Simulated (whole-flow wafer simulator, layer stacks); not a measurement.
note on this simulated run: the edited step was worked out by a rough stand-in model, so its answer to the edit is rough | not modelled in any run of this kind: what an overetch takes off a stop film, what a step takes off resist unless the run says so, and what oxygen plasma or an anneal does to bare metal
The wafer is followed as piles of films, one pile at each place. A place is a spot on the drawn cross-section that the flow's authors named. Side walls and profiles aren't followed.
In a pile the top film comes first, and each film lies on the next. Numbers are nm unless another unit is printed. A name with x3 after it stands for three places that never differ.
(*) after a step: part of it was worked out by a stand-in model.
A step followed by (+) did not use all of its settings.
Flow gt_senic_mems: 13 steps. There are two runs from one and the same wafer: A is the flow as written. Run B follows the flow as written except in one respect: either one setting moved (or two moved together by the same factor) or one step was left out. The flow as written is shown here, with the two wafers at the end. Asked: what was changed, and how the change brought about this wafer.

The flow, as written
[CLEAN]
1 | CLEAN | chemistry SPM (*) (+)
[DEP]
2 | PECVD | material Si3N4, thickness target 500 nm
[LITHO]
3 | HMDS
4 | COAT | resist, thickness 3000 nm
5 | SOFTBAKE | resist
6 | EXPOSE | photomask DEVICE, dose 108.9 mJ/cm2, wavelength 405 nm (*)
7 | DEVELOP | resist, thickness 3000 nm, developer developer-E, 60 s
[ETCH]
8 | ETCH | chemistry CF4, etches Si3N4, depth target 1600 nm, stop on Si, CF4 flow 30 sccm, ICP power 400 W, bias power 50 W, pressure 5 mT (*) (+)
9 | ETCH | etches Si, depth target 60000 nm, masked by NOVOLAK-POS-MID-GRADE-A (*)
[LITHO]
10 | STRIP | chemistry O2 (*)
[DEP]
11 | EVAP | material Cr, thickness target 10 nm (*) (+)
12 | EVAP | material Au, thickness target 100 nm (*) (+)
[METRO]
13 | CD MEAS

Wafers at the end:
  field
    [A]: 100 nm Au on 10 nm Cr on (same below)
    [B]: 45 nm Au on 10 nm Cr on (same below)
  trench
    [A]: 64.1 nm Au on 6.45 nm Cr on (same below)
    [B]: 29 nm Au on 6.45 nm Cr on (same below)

Cause: step 12, EVAP: thickness target 45 nm was run, though the flow has thickness target 100 nm.
The wafer itself shows it: field has Au 45, and step 12 as written asks for 100 nm.

The path from the change to this, step by step:
  12 | EVAP | material Au, thickness target 100 nm (*) (+)
      field: A Au gains 100 (new film) | B Au gains 45 (new film)
      trench: A Au gains 64.1 (new film) | B Au gains 29 (new film)
